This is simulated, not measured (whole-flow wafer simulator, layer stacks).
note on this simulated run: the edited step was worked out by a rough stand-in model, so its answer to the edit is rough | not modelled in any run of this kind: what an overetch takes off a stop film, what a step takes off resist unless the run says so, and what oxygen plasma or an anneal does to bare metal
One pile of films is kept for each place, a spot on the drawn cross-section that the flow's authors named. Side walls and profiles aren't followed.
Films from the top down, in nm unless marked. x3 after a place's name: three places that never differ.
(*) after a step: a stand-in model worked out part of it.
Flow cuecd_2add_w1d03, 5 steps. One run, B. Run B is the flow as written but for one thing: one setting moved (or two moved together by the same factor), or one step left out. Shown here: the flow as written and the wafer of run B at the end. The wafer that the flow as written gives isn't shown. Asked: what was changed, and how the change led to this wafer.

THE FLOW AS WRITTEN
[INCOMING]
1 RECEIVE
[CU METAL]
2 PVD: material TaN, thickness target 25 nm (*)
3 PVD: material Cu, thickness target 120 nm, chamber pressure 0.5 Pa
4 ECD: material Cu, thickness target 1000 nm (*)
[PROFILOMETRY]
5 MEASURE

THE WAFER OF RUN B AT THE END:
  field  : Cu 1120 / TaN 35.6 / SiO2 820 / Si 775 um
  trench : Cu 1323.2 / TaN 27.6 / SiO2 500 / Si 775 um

The cause: step 2, PVD: thickness target 35.6 nm was run, where the flow has thickness target 25 nm.
It can be read off the wafer: field has TaN 35.6, and step 2 as written asks for 25 nm.

How the change led to this, step by step:
  2 PVD: material TaN, thickness target 25 nm (*)
      field: TaN +35.6 (new film) (as written it would be: TaN +25 (new film))
      trench: TaN +27.6 (new film) (as written it would be: TaN +19.4 (new film))
